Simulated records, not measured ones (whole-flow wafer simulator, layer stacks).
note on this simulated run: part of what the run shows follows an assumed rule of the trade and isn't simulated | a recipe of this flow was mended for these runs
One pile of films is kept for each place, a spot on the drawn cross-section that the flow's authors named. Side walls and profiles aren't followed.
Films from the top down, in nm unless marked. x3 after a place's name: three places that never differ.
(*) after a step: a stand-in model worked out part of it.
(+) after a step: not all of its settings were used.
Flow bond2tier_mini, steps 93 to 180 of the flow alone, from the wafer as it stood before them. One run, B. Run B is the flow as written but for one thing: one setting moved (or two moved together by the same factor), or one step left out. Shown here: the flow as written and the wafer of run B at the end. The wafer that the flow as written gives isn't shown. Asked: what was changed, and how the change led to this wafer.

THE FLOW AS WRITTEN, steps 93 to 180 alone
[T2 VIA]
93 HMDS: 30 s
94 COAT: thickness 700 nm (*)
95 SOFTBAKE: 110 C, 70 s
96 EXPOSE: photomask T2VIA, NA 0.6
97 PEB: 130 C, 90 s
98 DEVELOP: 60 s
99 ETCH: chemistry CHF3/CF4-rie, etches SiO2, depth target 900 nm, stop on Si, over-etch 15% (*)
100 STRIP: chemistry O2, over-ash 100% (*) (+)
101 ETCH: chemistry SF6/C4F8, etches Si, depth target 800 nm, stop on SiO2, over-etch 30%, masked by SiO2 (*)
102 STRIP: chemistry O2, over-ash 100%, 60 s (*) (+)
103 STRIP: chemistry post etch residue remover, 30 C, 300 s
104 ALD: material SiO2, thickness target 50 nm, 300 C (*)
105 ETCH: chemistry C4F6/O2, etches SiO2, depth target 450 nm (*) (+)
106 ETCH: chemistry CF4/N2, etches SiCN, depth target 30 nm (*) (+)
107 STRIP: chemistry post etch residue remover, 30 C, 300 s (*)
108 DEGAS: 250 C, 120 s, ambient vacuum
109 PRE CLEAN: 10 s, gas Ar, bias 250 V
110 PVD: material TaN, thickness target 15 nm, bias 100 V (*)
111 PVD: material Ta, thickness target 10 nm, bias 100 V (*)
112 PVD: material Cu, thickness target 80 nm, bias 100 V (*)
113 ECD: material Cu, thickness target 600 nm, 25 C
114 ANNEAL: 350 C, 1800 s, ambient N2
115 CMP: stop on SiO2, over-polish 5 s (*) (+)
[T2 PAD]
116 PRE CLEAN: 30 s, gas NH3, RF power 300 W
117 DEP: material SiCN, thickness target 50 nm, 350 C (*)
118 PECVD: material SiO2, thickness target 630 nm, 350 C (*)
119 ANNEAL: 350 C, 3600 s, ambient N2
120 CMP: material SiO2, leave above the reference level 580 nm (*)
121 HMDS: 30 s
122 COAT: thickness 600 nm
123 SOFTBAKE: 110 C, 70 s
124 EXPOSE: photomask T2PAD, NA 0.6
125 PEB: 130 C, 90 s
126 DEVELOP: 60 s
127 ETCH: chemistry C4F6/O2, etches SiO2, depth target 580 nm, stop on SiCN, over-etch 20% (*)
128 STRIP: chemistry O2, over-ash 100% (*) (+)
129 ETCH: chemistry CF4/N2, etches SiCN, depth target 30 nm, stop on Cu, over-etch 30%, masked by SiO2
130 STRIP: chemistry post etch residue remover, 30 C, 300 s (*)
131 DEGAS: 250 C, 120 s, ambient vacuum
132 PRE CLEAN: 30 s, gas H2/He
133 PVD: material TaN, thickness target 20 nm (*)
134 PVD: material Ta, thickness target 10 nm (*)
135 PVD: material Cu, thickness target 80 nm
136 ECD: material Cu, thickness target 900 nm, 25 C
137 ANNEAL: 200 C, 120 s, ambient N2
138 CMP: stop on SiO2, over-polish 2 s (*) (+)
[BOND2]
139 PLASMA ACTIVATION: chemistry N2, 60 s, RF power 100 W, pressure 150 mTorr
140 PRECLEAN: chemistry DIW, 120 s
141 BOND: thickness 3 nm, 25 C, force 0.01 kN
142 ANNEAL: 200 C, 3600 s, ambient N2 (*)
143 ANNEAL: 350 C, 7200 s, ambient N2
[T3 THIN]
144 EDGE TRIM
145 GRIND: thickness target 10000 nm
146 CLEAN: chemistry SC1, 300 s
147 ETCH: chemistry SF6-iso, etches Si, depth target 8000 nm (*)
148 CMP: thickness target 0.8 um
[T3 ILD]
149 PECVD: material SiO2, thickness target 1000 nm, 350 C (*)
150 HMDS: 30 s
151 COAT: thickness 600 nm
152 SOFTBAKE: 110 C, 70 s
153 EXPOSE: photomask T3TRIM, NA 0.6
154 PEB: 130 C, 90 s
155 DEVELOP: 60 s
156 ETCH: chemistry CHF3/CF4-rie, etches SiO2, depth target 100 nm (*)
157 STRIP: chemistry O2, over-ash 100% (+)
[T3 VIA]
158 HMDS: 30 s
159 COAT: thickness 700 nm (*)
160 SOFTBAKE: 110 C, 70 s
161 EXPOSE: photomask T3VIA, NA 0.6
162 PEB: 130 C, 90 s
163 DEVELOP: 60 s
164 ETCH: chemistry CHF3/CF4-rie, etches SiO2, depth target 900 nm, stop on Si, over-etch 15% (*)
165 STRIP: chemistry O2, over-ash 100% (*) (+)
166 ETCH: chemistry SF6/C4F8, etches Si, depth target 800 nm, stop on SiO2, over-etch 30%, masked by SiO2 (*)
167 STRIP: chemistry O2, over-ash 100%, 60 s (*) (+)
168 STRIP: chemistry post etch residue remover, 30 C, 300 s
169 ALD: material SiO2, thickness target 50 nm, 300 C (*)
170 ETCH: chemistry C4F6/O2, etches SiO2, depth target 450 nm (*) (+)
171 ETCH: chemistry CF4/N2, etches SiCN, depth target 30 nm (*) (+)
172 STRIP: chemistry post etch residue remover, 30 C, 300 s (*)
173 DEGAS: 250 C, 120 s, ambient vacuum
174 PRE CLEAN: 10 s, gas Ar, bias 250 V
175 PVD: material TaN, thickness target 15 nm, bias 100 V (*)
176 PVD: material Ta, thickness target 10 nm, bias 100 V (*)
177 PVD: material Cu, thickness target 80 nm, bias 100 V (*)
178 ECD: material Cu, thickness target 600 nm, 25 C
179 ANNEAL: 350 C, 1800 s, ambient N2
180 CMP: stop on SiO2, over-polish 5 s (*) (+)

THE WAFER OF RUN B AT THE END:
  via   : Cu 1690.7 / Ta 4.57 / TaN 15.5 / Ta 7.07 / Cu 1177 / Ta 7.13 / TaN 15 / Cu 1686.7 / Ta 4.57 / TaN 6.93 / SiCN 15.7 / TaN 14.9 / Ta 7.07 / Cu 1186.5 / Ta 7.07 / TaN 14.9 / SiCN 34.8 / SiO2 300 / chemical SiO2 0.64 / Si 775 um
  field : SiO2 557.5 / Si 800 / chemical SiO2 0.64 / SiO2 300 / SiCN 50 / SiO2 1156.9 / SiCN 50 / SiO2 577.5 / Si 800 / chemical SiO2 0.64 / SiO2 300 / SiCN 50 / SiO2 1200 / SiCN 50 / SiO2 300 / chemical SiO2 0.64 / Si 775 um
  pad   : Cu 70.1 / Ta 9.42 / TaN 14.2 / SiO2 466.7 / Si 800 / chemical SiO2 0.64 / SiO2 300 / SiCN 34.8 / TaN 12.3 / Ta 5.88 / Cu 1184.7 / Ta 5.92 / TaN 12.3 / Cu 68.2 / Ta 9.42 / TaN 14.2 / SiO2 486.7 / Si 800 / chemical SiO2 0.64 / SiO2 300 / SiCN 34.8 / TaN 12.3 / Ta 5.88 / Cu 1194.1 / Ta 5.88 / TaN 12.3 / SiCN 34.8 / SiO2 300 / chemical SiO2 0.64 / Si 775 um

The cause: step 106, ETCH: chemistry CF4/N2, etches SiCN, depth target 30 nm (*) (+), was left out.

How the change led to this, step by step:
  109 PRE CLEAN: 10 s, gas Ar, bias 250 V
      via: SiCN -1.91 (as written it would be: TaN -3.19)
  110 PVD: material TaN, thickness target 15 nm, bias 100 V (*)
      via: TaN +6.93 (new film) (as written it would be: TaN +6.94)
Counting metal films that touch as one body, via has 2 bodies (between them, from the top down: SiCN 15.7); the flow as written gives 1 body.
